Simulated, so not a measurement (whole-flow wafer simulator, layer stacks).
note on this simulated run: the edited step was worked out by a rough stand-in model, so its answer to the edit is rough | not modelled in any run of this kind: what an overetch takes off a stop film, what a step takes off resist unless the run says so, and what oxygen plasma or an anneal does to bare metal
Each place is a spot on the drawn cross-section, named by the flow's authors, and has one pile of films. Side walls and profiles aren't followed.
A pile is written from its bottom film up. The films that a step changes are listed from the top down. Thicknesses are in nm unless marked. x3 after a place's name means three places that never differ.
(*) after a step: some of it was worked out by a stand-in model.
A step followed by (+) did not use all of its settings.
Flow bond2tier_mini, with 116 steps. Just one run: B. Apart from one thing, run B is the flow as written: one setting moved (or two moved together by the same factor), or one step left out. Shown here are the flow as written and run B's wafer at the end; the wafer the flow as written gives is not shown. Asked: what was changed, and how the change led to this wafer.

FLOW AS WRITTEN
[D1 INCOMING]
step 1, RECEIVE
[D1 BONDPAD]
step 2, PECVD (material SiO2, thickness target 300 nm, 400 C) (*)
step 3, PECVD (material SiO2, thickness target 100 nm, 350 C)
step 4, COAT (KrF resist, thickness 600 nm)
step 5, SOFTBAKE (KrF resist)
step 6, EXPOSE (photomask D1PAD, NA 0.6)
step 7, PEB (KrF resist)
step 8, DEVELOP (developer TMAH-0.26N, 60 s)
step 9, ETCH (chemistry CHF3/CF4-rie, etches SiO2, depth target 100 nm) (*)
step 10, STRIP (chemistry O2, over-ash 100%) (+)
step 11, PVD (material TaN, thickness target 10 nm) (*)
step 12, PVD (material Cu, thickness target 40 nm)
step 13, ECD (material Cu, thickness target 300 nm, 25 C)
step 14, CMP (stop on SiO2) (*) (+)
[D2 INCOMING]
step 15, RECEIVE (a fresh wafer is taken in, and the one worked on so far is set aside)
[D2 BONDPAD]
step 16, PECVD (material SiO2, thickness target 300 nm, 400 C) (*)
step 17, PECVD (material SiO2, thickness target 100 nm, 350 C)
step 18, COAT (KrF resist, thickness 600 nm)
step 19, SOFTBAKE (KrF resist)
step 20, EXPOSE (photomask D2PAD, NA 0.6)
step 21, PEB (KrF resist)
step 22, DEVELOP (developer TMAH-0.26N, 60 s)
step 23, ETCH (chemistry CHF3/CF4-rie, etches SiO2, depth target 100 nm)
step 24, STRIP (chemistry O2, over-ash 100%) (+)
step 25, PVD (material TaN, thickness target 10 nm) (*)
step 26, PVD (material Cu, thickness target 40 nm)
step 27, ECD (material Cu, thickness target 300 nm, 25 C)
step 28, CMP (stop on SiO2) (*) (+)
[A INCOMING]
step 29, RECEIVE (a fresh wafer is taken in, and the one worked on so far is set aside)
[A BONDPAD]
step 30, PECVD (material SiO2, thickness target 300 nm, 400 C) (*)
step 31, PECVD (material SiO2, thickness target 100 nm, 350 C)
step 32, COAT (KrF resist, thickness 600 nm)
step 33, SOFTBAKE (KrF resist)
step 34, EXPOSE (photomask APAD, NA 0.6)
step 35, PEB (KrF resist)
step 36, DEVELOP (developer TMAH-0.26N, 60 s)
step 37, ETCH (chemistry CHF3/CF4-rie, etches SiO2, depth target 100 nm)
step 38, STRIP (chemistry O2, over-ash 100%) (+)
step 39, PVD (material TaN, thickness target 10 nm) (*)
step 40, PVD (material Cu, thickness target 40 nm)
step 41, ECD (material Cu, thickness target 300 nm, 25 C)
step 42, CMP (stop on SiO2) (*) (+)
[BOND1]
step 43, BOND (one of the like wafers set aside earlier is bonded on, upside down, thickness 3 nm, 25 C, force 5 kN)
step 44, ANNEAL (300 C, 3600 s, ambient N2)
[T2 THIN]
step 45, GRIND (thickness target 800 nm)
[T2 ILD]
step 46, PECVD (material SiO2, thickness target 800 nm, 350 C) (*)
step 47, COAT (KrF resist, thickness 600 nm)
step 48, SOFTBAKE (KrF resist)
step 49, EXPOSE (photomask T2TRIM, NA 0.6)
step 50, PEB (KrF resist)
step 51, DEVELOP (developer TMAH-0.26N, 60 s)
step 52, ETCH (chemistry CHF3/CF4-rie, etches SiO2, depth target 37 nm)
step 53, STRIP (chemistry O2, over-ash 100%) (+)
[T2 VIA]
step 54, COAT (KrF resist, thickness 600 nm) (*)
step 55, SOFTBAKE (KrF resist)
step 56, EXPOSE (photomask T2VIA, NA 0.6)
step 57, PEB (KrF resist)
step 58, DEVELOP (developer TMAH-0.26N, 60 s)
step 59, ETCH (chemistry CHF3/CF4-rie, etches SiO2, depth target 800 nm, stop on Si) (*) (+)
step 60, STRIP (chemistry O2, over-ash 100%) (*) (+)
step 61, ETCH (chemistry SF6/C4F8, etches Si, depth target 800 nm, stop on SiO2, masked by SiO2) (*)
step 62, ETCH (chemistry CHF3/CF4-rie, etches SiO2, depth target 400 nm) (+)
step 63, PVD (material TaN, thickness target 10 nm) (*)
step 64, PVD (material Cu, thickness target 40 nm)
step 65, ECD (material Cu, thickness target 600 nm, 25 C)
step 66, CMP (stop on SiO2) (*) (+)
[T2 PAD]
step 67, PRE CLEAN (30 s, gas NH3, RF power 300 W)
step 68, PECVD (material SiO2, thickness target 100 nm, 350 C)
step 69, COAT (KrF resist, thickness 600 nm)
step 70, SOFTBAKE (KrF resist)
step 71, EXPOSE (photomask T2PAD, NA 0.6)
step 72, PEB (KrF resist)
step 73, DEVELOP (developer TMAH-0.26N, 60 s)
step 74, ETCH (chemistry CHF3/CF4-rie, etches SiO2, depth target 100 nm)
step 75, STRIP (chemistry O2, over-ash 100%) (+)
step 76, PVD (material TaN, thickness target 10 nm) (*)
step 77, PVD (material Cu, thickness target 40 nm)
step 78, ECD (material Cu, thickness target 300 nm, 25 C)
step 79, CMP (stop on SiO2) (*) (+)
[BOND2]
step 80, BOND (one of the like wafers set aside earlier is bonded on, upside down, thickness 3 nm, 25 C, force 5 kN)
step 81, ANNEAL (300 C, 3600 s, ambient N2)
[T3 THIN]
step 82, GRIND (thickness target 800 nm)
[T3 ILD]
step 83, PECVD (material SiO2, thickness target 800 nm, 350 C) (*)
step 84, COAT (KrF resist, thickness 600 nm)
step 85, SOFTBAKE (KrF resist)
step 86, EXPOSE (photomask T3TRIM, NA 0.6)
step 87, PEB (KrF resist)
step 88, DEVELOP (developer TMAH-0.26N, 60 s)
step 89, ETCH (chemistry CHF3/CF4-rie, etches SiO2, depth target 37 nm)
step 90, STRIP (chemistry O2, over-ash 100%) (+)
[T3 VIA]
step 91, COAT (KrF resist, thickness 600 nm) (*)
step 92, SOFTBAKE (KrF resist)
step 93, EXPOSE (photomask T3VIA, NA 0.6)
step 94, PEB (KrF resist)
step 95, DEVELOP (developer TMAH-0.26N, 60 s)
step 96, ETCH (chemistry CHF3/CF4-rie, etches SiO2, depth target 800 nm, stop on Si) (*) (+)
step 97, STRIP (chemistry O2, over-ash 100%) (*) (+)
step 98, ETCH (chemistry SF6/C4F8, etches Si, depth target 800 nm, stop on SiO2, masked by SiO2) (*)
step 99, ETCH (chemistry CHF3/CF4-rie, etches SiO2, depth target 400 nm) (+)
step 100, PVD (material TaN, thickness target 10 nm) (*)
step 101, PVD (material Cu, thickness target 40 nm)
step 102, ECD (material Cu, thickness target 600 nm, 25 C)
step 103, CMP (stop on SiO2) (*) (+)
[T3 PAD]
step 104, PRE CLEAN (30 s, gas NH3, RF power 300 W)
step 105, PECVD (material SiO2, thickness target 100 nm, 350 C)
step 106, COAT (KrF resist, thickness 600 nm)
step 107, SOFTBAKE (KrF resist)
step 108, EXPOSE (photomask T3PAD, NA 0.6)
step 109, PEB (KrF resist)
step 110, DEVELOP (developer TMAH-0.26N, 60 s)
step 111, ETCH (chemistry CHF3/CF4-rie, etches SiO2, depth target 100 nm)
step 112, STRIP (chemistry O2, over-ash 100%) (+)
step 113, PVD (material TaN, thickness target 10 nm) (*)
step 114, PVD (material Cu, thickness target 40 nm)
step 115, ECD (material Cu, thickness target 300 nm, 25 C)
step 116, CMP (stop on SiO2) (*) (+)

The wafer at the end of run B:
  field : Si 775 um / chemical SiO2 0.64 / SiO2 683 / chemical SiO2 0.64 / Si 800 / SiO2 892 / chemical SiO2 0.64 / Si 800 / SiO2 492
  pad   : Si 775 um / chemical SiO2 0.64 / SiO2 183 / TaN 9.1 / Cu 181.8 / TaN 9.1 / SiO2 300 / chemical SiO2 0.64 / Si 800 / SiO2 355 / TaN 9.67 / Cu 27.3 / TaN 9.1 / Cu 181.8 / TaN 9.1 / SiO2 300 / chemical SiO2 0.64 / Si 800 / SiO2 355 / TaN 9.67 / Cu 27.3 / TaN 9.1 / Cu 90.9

The reason: step 30, PECVD: thickness target 183 nm was run, though the flow has thickness target 300 nm.
The wafer lets one read it off: pad has SiO2 183, and step 30 as written asks for 300 nm.

The path from the change to this, step by step:
  step 30, PECVD (material SiO2, thickness target 300 nm, 400 C) (*)
      field, pad, via: +183 SiO2 (new film) (in the flow as written it would be: +300 SiO2 (new film))
